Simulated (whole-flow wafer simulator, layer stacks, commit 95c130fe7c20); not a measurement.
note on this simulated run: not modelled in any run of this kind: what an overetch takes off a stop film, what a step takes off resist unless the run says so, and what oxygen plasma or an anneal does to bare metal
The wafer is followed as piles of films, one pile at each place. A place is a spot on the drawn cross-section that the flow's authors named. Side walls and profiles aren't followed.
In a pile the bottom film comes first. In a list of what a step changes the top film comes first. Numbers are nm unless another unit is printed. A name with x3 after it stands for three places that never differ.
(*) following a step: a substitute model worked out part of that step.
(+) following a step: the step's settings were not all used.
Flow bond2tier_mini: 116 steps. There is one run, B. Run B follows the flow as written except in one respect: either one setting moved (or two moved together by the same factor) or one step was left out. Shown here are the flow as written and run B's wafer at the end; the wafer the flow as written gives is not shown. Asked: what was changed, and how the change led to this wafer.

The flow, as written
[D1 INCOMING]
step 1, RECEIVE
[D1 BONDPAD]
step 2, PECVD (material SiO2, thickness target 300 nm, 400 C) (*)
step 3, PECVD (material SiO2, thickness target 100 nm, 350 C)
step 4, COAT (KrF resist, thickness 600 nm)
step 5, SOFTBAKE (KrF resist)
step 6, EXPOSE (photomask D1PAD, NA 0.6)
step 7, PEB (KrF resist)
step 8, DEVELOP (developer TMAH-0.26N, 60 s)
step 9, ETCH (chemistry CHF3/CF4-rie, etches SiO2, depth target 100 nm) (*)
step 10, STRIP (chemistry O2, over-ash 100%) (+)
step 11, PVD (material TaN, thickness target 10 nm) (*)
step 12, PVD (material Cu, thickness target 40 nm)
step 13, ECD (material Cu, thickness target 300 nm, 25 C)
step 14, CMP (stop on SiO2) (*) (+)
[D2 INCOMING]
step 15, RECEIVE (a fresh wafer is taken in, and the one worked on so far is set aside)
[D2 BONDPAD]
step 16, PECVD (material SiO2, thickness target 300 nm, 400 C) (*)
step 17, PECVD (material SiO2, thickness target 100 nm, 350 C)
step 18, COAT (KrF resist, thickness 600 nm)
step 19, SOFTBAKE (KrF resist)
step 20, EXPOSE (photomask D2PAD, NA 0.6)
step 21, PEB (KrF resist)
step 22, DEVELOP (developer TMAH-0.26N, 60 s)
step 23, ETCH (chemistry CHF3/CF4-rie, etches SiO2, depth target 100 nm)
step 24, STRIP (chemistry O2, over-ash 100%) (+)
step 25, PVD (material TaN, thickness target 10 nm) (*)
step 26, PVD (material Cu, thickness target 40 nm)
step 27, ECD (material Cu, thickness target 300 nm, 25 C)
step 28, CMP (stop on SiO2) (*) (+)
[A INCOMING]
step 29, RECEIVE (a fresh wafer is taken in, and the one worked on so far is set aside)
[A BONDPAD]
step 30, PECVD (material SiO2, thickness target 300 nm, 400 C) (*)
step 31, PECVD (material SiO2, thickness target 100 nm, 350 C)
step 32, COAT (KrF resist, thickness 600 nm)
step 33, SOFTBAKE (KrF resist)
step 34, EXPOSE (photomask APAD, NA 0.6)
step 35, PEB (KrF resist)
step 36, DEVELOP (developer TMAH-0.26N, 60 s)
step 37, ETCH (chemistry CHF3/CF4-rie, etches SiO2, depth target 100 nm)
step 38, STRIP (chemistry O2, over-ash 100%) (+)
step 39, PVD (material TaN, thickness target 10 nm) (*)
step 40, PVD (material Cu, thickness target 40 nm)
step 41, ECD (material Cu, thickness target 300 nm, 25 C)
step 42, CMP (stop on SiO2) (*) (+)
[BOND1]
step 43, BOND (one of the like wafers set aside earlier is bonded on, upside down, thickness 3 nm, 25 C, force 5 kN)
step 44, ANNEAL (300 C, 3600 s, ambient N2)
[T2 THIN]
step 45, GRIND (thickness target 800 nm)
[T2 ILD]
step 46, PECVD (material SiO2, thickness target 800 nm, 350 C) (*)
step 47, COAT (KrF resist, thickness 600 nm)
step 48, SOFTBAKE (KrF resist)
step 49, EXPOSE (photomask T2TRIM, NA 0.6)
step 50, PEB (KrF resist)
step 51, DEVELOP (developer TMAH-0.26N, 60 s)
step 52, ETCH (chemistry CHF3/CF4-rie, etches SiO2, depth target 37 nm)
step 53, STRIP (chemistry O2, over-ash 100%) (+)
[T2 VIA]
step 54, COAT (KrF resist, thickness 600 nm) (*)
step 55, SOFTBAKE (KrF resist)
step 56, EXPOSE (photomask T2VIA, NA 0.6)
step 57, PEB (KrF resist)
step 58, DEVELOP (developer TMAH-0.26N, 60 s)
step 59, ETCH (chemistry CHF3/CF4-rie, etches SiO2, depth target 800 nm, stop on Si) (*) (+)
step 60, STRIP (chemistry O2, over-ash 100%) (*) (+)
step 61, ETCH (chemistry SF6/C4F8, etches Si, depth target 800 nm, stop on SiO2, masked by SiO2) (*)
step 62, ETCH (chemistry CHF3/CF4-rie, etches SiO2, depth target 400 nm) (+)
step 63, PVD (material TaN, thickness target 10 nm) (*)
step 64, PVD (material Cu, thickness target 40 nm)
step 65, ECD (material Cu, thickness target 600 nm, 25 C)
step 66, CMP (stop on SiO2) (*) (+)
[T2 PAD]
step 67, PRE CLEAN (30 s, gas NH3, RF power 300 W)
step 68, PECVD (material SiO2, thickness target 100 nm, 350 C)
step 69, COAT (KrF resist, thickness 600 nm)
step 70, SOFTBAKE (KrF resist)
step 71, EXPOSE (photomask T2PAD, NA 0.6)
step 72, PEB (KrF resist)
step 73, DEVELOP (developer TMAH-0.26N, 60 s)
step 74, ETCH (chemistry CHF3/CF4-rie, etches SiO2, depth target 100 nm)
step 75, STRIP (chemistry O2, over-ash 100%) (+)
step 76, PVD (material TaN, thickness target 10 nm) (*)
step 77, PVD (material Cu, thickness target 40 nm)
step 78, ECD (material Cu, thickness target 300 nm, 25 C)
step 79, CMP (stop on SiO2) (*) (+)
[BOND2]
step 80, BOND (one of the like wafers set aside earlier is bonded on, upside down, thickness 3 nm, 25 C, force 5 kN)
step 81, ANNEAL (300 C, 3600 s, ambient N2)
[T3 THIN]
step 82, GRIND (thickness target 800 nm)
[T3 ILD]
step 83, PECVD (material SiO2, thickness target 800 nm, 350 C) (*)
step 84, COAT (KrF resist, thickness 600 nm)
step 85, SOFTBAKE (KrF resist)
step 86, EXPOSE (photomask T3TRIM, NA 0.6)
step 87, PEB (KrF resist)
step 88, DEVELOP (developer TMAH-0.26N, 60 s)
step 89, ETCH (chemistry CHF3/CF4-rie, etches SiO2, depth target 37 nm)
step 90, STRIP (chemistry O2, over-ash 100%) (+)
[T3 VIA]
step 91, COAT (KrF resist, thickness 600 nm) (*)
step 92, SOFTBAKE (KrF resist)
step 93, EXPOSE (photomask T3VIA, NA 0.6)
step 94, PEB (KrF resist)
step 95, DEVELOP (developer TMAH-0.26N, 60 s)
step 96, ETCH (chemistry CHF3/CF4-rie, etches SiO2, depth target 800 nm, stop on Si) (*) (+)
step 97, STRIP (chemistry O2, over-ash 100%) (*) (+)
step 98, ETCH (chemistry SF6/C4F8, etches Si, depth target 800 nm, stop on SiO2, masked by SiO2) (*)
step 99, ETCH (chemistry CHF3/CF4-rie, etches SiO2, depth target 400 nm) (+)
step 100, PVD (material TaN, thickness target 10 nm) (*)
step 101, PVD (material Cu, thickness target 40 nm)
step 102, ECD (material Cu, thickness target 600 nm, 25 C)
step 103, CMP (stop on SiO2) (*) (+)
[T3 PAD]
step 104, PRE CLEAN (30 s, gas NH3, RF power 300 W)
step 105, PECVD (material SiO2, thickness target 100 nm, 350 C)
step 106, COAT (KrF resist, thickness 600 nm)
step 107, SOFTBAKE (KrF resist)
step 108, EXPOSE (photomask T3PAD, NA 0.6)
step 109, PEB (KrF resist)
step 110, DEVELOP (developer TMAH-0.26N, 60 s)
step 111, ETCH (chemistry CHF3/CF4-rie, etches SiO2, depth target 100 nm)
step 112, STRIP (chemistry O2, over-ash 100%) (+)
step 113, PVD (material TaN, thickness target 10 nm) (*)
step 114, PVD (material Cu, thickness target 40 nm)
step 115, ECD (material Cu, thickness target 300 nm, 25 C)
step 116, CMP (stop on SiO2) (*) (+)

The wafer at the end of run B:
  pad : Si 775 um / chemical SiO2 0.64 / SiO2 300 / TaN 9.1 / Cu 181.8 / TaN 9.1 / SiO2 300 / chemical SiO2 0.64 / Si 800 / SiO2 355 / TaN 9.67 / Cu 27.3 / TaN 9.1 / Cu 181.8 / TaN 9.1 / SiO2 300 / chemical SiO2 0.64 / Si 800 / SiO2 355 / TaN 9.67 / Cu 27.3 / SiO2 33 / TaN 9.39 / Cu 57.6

What caused this: step 111, ETCH: depth target 67 nm was run, whereas the flow has depth target 100 nm.

How this came from the change, step by step:
  step 111, ETCH (chemistry CHF3/CF4-rie, etches SiO2, depth target 100 nm)
      pad: -67 SiO2 (as written it would have been: -100 SiO2 (all of it))
      field: -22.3 KrF resist (as written it would have been: -33.3 KrF resist)
  step 114, PVD (material Cu, thickness target 40 nm)
      pad: +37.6 Cu (new film) (as written it would have been: +36.4 Cu (new film))
  step 115, ECD (material Cu, thickness target 300 nm, 25 C)
      pad: +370 Cu (as written it would have been: +404.5 Cu)
With metal films that touch counted as one body, pad has 4 bodies (between them, from the top down: SiO2 33; SiO2 355 / Si 800 / chemical SiO2 0.64 / SiO2 300; SiO2 355 / Si 800 / chemical SiO2 0.64 / SiO2 300); the flow as written gives 3 bodies (between them, from the top down: SiO2 355 / Si 800 / chemical SiO2 0.64 / SiO2 300; SiO2 355 / Si 800 / chemical SiO2 0.64 / SiO2 300).
